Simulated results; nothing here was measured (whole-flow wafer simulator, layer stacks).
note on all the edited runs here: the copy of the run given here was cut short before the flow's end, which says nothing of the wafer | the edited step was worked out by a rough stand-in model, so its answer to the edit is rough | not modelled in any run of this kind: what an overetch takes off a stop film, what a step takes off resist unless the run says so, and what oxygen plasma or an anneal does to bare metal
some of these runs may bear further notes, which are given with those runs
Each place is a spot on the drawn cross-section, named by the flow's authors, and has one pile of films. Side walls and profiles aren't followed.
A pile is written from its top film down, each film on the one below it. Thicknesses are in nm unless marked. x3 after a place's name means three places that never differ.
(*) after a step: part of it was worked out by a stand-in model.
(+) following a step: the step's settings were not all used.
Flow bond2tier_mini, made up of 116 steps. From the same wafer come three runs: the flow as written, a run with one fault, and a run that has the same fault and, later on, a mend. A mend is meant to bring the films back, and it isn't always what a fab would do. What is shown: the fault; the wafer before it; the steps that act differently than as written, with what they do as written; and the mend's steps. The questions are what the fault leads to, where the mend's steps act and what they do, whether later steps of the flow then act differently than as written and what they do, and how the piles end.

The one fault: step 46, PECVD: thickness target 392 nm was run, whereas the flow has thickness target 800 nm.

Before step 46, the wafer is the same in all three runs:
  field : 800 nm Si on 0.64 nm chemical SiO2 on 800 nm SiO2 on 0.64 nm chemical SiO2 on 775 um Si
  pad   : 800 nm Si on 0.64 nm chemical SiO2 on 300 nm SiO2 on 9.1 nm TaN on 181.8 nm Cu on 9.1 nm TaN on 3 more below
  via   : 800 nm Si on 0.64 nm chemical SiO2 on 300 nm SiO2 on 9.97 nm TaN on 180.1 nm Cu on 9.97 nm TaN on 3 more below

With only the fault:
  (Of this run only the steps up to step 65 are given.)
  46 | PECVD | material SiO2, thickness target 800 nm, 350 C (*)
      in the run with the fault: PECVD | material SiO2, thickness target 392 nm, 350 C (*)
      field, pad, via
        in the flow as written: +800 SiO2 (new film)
        in the run with the fault: +392 SiO2 (new film)
  Steps further on in the flow that do not act as written (1 other step is not shown; it differs only slightly, by no more than 2% or 0.5 nm, whichever is larger):
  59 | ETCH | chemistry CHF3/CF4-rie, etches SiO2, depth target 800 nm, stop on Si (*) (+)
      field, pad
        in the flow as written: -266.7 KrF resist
        in the run with the fault: -177.5 KrF resist
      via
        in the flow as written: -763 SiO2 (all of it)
        in the run with the fault: -355 SiO2 (all of it)
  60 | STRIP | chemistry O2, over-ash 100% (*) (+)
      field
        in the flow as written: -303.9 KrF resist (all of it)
        in the run with the fault: -393.1 KrF resist (all of it)
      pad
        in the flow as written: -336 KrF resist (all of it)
        in the run with the fault: -425.1 KrF resist (all of it)
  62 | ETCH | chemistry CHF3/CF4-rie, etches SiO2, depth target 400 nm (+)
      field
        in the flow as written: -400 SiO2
        in the run with the fault: -384 SiO2 (all of it), -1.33 Si
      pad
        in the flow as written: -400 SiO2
        in the run with the fault: -347 SiO2 (all of it), -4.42 Si
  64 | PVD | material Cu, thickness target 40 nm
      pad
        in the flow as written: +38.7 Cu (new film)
        in the run with the fault: +40 Cu (new film)
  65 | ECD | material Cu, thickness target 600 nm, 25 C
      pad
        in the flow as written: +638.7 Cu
        in the run with the fault: +603.1 Cu
  Once step 65 is done, the piles at field, pad depart from the flow's by more than 2% or 0.5 nm, whichever is larger.
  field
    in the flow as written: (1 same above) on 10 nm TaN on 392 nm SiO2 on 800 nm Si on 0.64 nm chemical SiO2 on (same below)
    in the run with the fault: (1 same above) on 10 nm TaN on 798.7 nm Si on 0.64 nm chemical SiO2 on (same below)
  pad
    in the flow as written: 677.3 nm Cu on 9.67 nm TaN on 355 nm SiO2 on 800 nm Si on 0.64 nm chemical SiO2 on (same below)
    in the run with the fault: 643.1 nm Cu on 10 nm TaN on 795.6 nm Si on 0.64 nm chemical SiO2 on (same below)

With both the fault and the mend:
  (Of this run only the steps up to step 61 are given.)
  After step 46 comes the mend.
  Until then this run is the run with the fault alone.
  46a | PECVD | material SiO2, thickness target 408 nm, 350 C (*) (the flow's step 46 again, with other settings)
      field, pad, via
        +408 SiO2
  Later steps of the flow up to step 61 that are run all act as written at every place that is followed.
  At every place that both follow, the piles after step 61 match the flow's.
